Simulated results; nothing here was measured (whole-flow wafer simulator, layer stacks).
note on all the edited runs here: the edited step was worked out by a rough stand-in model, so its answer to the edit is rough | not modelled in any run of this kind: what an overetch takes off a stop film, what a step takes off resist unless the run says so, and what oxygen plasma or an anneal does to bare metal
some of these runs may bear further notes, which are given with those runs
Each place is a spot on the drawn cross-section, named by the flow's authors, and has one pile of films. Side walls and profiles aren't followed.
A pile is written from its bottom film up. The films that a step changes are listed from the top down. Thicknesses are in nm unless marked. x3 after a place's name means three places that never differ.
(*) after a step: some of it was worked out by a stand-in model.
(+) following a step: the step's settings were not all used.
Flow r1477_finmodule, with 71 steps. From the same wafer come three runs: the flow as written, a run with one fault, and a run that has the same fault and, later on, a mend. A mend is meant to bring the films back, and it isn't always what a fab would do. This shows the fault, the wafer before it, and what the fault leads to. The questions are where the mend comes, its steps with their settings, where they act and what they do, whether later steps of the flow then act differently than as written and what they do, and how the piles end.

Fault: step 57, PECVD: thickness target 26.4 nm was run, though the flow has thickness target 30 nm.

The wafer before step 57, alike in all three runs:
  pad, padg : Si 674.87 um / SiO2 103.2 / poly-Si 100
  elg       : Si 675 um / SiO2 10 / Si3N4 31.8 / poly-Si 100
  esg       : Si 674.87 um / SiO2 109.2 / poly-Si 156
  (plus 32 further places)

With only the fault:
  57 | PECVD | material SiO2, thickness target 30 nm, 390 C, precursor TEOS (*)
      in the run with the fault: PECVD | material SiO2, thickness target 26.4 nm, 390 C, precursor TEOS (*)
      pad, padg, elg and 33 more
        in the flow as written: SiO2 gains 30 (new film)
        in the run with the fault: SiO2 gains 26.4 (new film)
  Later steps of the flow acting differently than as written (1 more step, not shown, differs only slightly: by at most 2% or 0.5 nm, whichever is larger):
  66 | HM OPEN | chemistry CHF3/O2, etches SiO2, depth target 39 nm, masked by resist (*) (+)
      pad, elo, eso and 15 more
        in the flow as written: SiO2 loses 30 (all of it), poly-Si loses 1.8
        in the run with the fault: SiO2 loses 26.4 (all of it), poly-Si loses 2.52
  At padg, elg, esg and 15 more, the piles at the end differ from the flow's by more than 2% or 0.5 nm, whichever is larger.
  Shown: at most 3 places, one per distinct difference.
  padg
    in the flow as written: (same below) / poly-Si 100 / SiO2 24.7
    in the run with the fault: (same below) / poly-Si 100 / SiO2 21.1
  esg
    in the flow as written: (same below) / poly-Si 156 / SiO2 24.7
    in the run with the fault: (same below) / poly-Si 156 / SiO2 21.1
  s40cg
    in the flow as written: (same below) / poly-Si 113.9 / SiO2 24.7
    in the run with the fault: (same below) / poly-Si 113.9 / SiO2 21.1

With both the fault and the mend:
  The mend follows step 64.
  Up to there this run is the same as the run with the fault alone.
  64a | STRIP | resist, chemistry O2, 60 C
      padg, elg, esg
        resist loses 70 (all of it)
      e40lg, e100lg, e200lg
        resist loses 66.9 (all of it)
      s40sg, s45sg
        resist loses 91 (all of it)
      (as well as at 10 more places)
  64b | PECVD | material SiO2, thickness target 3.6 nm, 390 C, precursor TEOS (*) (the flow's step 57, run once more with other settings)
      pad, padg, elg and 33 more
        SiO2 gains 3.6
  64c | DEHYDRATE | 150 C, 120 s (the flow's step 59, run once more)
      leaves every film unchanged at each place that is followed
  64d | COAT | resist, thickness 70 nm (*) (the flow's step 60, run once more)
      e40lg, e100lg, e200lg, elo, e40lo, e100lo, e200lo
        resist gains 66.9 (new film)
      pad, padg, elg, esg
        resist gains 70 (new film)
      s40sg, s45sg, s40so, s45so
        resist gains 91 (new film)
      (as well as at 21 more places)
  64e | SOFTBAKE | 180 C, 180 s (*) (the flow's step 61, run once more)
      leaves every film unchanged at each place that is followed
  64f | EXPOSE | resist, photomask GATE (the flow's step 62, run once more)
      leaves every film unchanged at each place that is followed
  64g | DEVELOP (*) (the flow's step 63, run once more)
      elo, e40lo, e100lo, e200lo
        resist loses 66.9 (all of it)
      eso, e40so
        resist loses 129.5 (all of it)
      s40so, s45so
        resist loses 91 (all of it)
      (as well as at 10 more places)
  None of the later steps of the flow acts differently than as written at any place that is followed.
  By the end, the piles equal the flow's at every place that both follow.
